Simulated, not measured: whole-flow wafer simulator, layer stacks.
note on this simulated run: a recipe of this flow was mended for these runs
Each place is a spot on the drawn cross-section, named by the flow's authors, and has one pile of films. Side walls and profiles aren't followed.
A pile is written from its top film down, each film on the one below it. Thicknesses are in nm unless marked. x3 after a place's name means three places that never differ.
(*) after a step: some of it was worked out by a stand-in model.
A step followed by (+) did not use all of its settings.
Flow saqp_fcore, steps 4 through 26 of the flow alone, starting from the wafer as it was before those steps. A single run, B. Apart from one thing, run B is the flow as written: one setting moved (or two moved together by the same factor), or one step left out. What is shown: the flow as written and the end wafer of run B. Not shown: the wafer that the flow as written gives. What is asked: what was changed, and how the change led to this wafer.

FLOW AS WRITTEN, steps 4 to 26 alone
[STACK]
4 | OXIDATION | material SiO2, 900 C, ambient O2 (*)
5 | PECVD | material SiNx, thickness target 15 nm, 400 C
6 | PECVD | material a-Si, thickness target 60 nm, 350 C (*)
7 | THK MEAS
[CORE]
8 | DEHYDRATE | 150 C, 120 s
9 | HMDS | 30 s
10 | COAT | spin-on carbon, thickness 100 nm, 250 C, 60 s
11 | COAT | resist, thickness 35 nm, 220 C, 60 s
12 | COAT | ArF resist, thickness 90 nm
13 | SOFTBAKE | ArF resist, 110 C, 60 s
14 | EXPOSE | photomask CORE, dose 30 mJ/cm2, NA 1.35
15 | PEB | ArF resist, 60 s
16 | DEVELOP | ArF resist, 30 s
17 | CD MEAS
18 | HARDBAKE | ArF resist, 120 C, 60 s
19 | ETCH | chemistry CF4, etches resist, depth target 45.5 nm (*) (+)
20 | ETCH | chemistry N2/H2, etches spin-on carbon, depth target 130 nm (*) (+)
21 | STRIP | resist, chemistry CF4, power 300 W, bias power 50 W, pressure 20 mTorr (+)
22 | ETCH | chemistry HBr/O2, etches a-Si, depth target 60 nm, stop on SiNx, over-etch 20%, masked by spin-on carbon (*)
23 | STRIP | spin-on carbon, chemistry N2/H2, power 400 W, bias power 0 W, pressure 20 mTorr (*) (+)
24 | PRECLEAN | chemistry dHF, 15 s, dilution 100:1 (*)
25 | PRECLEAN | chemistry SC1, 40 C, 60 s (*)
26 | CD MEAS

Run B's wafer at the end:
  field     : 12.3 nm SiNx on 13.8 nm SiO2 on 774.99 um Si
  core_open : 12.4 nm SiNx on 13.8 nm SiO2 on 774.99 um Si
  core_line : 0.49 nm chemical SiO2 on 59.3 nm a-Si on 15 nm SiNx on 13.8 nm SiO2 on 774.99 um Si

The reason: step 4, OXIDATION: 935 C was run, whereas the flow has 900 C.

Step by step, how the change led to this:
  4 | OXIDATION | material SiO2, 900 C, ambient O2 (*)
      field, core_open, core_line: +13.8 SiO2 (new film), -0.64 chemical SiO2 (all of it), -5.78 Si (as written it would have been: +10 SiO2 (new film), -0.64 chemical SiO2 (all of it), -4.12 Si)
